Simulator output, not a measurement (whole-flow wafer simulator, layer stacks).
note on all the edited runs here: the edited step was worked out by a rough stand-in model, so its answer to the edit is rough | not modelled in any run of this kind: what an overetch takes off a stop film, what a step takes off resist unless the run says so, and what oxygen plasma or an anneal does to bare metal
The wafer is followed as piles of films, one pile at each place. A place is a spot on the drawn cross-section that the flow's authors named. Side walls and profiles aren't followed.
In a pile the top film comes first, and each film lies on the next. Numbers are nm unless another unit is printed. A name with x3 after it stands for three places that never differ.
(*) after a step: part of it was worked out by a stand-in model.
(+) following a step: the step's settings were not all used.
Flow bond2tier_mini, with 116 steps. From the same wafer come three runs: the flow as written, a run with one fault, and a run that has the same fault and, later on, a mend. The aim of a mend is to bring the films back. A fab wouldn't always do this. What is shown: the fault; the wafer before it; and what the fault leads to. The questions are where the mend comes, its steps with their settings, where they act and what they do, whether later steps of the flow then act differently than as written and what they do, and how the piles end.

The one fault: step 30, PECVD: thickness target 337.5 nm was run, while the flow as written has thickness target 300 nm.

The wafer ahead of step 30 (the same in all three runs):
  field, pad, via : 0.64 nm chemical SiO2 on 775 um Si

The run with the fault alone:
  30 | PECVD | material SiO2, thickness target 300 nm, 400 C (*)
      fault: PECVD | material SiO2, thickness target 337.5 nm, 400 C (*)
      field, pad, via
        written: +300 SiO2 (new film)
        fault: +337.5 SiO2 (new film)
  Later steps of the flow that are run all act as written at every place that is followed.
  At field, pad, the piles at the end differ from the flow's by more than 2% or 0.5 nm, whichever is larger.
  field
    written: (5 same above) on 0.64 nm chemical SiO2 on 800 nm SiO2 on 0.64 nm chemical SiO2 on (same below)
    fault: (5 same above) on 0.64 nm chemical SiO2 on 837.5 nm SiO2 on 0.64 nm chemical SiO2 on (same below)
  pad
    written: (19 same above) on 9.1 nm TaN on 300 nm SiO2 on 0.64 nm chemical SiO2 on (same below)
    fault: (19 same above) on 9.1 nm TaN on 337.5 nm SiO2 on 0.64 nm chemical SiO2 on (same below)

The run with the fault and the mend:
  The mend stands after step 36.
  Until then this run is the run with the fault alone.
  37 | ETCH | chemistry CHF3/CF4-rie, etches SiO2, depth target 137.5 nm (the flow's step 37; as written it has depth target 100 nm)
      pad, via
        -137.5 SiO2
      field
        -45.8 KrF resist
  Steps later in the flow that act otherwise than as written (not shown: 1 more step that differs only slightly, by at most 2% or 0.5 nm, whichever is larger):
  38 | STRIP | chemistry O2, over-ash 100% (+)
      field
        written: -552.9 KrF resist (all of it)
        mend: -540.4 KrF resist (all of it)
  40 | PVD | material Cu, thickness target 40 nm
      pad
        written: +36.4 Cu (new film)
        mend: +35.2 Cu (new film)
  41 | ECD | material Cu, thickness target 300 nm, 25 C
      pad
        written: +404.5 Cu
        mend: +443.6 Cu
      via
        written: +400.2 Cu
        mend: +437.9 Cu
  At field, pad, the piles at the end differ from the flow's by more than 2% or 0.5 nm, whichever is larger.
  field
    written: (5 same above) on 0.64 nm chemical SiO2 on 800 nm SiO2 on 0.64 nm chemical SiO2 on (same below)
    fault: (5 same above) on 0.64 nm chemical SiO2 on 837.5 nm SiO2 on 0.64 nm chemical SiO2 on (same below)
    mend: (5 same above) on 0.64 nm chemical SiO2 on 837.5 nm SiO2 on 0.64 nm chemical SiO2 on (same below)
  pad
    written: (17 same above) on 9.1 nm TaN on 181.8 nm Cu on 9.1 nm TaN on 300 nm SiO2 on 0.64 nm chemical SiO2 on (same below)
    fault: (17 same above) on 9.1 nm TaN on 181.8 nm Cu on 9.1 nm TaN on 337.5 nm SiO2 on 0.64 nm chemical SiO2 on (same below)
    mend: (17 same above) on 9.1 nm TaN on 219.6 nm Cu on 8.79 nm TaN on 300 nm SiO2 on 0.64 nm chemical SiO2 on (same below)
